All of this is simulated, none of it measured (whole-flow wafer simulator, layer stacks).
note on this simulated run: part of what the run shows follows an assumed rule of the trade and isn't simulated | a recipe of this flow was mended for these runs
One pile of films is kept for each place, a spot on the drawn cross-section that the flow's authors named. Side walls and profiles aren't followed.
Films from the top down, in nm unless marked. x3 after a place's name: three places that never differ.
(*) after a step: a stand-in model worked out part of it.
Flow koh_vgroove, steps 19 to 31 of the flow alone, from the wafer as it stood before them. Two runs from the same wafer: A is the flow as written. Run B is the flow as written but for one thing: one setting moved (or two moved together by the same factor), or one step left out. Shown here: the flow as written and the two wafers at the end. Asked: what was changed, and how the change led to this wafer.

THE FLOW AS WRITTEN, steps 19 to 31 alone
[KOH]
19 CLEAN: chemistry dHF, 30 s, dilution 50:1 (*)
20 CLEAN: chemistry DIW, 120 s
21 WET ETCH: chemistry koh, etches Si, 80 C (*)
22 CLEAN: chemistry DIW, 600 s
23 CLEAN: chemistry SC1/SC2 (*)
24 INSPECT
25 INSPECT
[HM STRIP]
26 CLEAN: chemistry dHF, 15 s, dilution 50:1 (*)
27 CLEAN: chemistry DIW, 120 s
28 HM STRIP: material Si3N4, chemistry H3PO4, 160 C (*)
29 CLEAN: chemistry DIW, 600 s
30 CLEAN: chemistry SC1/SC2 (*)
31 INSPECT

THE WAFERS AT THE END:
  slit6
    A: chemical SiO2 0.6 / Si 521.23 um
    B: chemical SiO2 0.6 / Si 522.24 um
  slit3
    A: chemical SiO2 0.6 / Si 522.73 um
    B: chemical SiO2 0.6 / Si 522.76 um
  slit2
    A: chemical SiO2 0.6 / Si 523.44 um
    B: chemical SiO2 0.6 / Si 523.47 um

The cause: step 21, WET ETCH: 74.3 C was run, where the flow has 80 C.

How the change led to this, step by step:
  21 WET ETCH: chemistry koh, etches Si, 80 C (*)
      slit6, slit20: A Si -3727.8 | B Si -2717.3
